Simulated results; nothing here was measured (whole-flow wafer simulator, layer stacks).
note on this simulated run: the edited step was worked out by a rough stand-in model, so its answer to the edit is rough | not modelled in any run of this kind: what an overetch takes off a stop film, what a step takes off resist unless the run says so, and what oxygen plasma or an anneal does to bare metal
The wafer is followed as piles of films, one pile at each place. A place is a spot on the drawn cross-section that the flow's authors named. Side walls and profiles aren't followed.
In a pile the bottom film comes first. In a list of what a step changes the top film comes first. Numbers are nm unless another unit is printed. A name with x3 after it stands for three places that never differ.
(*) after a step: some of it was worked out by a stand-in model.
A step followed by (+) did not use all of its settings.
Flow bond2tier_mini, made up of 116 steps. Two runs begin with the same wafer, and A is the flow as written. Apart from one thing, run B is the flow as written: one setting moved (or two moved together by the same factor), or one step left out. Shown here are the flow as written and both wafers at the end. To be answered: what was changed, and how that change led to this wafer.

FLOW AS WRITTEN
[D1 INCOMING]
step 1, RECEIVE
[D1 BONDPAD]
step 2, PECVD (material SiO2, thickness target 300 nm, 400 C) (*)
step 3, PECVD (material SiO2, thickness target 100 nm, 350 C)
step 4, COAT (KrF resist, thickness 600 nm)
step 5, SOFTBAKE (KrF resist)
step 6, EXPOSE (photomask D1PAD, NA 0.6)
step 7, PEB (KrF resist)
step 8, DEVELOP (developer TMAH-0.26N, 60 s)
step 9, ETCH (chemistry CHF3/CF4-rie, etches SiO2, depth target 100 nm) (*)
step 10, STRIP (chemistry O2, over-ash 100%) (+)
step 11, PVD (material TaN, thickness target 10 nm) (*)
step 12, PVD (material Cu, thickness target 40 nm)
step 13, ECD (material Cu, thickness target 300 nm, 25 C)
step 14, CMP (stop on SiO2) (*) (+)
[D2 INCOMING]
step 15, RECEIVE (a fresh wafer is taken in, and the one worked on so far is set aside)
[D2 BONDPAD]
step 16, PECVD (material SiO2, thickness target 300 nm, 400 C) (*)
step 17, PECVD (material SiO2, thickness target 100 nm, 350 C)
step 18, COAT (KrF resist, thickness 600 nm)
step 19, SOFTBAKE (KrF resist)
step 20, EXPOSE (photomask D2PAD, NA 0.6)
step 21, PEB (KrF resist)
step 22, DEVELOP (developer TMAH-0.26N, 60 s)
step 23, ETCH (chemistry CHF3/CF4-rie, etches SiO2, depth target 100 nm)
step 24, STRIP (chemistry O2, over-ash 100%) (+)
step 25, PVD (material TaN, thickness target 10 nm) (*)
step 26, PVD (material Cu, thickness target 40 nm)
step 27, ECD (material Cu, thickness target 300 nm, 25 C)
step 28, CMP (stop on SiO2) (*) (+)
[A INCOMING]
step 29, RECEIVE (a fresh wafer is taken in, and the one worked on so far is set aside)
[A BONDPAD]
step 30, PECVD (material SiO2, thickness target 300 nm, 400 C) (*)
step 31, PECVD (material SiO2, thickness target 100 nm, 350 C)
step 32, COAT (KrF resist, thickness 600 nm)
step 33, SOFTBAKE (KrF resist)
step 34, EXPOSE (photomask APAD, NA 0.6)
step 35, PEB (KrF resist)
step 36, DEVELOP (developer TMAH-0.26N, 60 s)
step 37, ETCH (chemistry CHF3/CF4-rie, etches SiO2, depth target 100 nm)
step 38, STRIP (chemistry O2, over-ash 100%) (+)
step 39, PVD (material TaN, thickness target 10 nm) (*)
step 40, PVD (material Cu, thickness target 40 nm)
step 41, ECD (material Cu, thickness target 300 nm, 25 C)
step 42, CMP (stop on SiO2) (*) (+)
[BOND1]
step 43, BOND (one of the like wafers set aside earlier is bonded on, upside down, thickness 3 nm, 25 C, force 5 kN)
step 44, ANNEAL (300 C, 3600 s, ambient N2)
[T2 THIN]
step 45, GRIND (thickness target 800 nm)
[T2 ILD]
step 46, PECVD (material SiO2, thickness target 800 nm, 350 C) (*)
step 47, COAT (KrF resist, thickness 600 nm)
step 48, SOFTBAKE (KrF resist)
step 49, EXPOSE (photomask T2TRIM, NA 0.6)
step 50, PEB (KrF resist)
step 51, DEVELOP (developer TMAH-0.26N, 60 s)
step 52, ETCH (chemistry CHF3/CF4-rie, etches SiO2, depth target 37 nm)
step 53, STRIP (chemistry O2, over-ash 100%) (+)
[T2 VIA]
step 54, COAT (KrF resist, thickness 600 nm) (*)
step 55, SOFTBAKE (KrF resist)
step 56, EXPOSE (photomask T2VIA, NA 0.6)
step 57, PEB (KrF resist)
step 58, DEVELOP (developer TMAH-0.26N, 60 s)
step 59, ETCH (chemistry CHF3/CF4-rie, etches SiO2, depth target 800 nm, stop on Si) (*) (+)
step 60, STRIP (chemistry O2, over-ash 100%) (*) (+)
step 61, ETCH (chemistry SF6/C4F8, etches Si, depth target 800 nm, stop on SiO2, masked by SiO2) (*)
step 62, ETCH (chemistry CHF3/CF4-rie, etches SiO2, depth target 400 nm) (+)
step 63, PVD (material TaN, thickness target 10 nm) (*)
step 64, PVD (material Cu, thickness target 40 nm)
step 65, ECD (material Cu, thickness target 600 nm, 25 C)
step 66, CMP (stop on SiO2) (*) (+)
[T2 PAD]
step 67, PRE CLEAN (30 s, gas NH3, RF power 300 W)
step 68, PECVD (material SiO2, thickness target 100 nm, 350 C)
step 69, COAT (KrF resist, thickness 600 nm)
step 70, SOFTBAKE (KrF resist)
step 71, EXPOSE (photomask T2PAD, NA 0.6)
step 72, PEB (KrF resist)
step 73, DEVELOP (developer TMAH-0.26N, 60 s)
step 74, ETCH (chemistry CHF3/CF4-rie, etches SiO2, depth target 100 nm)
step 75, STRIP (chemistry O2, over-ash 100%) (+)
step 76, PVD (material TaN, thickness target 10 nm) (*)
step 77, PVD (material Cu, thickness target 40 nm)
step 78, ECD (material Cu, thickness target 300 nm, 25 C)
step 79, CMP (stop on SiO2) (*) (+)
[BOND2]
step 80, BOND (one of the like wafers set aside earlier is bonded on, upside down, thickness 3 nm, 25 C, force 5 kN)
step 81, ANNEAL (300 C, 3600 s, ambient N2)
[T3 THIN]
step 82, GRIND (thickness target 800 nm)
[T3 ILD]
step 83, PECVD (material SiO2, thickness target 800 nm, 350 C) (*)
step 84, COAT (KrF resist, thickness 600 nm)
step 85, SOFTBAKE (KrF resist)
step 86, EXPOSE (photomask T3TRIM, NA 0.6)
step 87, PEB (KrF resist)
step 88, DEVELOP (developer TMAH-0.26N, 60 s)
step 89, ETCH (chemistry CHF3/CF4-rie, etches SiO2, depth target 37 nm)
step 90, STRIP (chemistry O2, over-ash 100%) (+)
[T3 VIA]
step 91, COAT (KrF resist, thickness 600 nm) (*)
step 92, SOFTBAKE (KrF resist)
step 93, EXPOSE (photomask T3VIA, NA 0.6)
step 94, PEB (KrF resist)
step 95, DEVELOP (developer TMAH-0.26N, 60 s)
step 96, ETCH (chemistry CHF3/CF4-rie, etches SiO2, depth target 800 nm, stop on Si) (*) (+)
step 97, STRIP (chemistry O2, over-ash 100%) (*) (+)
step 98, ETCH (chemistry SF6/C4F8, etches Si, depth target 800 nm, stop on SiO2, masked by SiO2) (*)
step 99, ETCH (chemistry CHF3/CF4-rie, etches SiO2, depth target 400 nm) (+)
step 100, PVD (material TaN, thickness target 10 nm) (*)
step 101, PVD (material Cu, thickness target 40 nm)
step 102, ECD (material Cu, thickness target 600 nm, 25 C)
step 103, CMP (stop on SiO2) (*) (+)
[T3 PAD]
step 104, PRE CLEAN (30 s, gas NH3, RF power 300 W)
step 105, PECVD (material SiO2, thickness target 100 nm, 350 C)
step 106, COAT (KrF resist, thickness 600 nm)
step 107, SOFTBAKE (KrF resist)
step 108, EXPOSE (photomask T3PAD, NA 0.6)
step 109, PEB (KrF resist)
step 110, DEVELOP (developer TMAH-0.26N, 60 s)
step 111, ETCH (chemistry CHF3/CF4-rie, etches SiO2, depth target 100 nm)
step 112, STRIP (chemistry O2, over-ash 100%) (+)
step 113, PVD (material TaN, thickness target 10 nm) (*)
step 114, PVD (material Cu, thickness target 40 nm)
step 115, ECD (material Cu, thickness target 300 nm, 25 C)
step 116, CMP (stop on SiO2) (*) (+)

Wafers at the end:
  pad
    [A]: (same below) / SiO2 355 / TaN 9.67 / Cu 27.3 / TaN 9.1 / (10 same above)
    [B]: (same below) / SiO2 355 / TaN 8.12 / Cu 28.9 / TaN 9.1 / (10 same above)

What caused this: step 63, PVD: thickness target 8.4 nm was run, while the flow as written has thickness target 10 nm.

The path from the change to this, step by step:
  step 63, PVD (material TaN, thickness target 10 nm) (*)
      field: A TaN gains 10 (new film) | B TaN gains 8.4 (new film)
      pad: A TaN gains 9.67 (new film) | B TaN gains 8.12 (new film)
  step 66, CMP (stop on SiO2) (*) (+)
      field: A Cu loses 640 (all of it), TaN loses 10 (all of it) | B Cu loses 640 (all of it), TaN loses 8.4 (all of it)
